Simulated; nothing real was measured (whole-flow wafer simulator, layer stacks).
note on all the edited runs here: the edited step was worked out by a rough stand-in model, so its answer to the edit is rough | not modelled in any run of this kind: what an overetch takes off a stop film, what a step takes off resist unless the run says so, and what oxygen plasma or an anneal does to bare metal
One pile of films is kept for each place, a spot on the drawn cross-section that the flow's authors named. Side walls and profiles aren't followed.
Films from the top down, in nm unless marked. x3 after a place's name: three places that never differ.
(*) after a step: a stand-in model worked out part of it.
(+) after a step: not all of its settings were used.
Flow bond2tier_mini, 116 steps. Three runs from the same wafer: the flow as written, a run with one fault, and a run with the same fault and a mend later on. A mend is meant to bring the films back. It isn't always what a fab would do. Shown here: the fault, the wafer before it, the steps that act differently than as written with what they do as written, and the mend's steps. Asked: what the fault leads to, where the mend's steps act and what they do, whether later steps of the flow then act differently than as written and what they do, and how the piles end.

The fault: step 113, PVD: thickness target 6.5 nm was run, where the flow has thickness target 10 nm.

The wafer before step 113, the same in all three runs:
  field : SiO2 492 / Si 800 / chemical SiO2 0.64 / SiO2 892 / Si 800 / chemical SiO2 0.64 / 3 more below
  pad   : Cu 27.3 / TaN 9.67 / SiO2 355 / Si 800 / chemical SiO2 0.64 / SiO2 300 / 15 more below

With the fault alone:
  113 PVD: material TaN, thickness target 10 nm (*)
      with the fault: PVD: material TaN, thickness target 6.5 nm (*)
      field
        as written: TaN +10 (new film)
        with the fault: TaN +6.5 (new film)
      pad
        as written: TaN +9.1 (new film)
        with the fault: TaN +5.92 (new film)
  Later steps of the flow that act differently than as written (1 more step differs only slightly, by at most 2% or 0.5 nm, whichever is larger, and isn't shown):
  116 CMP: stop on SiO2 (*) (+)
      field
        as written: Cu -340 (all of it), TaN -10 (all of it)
        with the fault: Cu -340 (all of it), TaN -6.5 (all of it)
  At the end the piles differ from the flow's by more than 2% or 0.5 nm, whichever is larger, at pad.
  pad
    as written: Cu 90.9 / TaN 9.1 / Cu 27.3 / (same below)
    with the fault: Cu 94.1 / TaN 5.92 / Cu 27.3 / (same below)

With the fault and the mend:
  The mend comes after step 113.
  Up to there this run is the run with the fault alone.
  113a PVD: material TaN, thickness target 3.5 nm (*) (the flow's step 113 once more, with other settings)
      field
        TaN +3.5
      pad
        TaN +3.18
  No later step of the flow acts differently than as written at any place that is followed.
  At the end the piles are the same as the flow's at every place that both follow.
